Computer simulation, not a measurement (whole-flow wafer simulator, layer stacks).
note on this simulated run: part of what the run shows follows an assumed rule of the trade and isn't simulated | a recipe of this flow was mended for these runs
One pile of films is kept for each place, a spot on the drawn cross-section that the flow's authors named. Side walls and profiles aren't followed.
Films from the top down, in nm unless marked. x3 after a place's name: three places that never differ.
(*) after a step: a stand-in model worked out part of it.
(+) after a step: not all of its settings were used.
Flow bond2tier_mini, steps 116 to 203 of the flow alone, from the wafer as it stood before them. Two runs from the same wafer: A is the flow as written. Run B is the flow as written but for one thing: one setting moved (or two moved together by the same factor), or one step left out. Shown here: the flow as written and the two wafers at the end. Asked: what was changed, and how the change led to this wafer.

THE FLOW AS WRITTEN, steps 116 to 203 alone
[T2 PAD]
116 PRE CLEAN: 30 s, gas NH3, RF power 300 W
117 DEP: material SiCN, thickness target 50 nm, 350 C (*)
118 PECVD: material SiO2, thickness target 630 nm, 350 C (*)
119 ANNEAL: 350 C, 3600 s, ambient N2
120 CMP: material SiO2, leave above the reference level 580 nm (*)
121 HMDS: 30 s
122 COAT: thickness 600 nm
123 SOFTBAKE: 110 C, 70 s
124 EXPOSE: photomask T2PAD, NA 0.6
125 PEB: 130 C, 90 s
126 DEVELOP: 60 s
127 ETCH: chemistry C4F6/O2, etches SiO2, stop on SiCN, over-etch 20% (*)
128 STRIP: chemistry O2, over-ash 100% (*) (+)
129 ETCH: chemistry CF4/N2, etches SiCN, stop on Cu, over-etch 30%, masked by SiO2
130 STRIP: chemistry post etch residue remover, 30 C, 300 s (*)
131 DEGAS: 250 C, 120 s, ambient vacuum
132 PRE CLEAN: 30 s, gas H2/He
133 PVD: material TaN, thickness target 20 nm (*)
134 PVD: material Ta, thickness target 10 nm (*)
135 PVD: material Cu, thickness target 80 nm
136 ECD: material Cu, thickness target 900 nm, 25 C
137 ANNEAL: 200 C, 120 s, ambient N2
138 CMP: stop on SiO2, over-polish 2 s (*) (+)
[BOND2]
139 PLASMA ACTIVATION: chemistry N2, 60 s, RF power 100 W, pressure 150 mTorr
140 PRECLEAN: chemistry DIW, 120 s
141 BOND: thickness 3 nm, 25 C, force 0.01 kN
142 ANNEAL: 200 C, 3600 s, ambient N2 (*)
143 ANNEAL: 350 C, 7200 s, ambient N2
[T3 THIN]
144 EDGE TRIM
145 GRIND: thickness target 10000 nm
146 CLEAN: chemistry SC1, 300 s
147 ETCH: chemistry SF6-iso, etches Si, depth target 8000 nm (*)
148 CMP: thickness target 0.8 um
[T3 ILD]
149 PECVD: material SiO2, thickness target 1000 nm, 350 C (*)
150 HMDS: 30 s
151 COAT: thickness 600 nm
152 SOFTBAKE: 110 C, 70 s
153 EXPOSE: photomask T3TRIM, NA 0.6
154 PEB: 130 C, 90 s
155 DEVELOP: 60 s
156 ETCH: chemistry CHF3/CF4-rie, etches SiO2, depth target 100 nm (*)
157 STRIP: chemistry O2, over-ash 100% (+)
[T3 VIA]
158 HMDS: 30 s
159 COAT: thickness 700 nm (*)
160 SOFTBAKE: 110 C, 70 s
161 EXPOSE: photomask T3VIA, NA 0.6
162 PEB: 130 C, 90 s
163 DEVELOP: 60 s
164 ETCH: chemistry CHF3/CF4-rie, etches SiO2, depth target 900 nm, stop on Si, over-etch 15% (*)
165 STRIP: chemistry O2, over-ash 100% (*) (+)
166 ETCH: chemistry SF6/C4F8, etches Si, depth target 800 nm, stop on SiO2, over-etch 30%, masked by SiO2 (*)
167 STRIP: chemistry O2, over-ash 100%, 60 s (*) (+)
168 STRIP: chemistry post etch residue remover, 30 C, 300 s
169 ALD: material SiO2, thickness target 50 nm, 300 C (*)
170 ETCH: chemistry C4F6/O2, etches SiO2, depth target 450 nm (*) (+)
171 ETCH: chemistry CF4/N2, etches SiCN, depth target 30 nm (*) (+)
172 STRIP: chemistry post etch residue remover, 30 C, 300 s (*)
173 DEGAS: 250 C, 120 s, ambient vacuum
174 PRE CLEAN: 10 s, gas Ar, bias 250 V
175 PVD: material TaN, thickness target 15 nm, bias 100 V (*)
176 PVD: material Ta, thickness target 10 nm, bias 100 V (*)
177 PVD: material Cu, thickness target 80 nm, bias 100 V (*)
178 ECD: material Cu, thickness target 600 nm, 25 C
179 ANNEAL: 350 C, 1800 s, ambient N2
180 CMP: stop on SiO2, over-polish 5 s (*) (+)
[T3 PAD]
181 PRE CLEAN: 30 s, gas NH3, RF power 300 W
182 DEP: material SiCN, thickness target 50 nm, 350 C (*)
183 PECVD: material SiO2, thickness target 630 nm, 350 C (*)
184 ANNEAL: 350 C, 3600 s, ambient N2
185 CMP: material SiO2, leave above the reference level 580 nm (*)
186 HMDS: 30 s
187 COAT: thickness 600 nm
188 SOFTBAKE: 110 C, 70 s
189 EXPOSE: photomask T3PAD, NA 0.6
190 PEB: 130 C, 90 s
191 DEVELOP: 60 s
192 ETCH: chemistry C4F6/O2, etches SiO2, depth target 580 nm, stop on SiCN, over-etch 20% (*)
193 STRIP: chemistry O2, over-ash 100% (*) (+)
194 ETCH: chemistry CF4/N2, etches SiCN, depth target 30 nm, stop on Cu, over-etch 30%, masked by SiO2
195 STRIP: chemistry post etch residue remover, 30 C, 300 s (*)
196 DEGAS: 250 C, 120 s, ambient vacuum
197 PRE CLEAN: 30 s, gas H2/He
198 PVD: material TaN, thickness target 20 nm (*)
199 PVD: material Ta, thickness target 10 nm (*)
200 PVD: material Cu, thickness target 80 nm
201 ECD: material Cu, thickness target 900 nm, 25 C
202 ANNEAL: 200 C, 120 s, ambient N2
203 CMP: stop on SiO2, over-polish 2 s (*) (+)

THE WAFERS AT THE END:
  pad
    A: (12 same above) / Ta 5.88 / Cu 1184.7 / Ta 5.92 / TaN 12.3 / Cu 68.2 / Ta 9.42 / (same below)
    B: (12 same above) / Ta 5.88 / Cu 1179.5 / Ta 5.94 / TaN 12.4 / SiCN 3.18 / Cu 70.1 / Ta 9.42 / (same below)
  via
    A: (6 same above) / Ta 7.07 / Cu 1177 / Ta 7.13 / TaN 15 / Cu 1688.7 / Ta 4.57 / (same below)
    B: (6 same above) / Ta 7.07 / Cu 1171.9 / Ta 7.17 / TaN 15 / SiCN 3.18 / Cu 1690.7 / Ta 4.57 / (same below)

The cause: step 127, ETCH: over-etch 8% was run, where the flow has over-etch 20%.

How the change led to this, step by step:
  127 ETCH: chemistry C4F6/O2, etches SiO2, stop on SiCN, over-etch 20% (*)
      pad, via: A SiO2 -580 (all of it), SiCN -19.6 | B SiO2 -580 (all of it), SiCN -7.82
      field: A thick-KrF-resist -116 | B thick-KrF-resist -104.4
  128 STRIP: chemistry O2, over-ash 100% (*) (+)
      field: A thick-KrF-resist -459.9 (all of it) | B thick-KrF-resist -471.5 (all of it)
  129 ETCH: chemistry CF4/N2, etches SiCN, stop on Cu, over-etch 30%, masked by SiO2
      pad, via: A SiCN -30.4 (all of it), Cu -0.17 | B SiCN -39
  130 STRIP: chemistry post etch residue remover, 30 C, 300 s (*)
      pad, via: A Cu -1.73 | B nothing
Counting metal films that touch as one body, pad has 4 bodies (between them, from the top down: SiO2 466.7 / Si 800 / chemical SiO2 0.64 / SiO2 300 / SiCN 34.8; SiCN 3.18; SiO2 466.7 / Si 800 / chemical SiO2 0.64 / SiO2 300 / SiCN 34.8); the flow as written gives 3 bodies (between them, from the top down: SiO2 466.7 / Si 800 / chemical SiO2 0.64 / SiO2 300 / SiCN 34.8; SiO2 466.7 / Si 800 / chemical SiO2 0.64 / SiO2 300 / SiCN 34.8).
Counting metal films that touch as one body, via has 2 bodies (between them, from the top down: SiCN 3.18); the flow as written gives 1 body.
